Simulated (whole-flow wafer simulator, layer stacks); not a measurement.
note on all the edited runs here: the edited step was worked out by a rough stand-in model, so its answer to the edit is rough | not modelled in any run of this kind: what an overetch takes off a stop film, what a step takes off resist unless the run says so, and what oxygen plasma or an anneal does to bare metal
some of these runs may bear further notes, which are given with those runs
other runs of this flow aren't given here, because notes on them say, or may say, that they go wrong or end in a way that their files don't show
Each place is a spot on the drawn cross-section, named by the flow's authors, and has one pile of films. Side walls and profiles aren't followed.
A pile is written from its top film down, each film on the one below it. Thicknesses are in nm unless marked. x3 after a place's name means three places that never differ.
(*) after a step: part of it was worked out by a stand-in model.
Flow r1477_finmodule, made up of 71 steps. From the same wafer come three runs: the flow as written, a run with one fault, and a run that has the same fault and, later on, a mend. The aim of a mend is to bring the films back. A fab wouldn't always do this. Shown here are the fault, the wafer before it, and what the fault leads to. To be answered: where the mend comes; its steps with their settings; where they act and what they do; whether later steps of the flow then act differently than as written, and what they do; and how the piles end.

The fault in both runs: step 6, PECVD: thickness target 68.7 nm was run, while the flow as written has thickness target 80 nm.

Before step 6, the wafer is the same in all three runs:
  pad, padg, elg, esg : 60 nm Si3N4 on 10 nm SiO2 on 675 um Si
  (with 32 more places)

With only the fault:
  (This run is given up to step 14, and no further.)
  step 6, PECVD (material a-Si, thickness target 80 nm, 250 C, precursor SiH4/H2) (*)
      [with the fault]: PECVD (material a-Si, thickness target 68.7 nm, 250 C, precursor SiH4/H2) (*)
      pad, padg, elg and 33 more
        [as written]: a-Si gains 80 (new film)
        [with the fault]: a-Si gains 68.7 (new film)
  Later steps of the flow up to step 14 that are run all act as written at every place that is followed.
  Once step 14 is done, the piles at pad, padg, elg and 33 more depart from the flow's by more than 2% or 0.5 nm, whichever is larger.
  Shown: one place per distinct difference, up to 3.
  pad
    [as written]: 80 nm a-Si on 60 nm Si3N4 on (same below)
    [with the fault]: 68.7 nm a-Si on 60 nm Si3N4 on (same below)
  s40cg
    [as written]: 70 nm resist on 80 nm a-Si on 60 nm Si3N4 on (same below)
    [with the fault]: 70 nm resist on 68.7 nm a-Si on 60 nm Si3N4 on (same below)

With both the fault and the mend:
  The mend stands after step 7.
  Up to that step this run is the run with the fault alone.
  step 7a, ETCH (chemistry tmah, depth target 79 nm)
      pad, padg, elg and 33 more
        a-Si loses 68.7 (all of it)
  step 7b, PECVD (material a-Si, thickness target 80 nm, 250 C, precursor SiH4/H2) (*) (the flow's step 6 again)
      pad, padg, elg and 33 more
        a-Si gains 80 (new film)
  Later steps of the flow that are run all act as written at every place that is followed.
  By the end, the piles equal the flow's at every place that both follow.
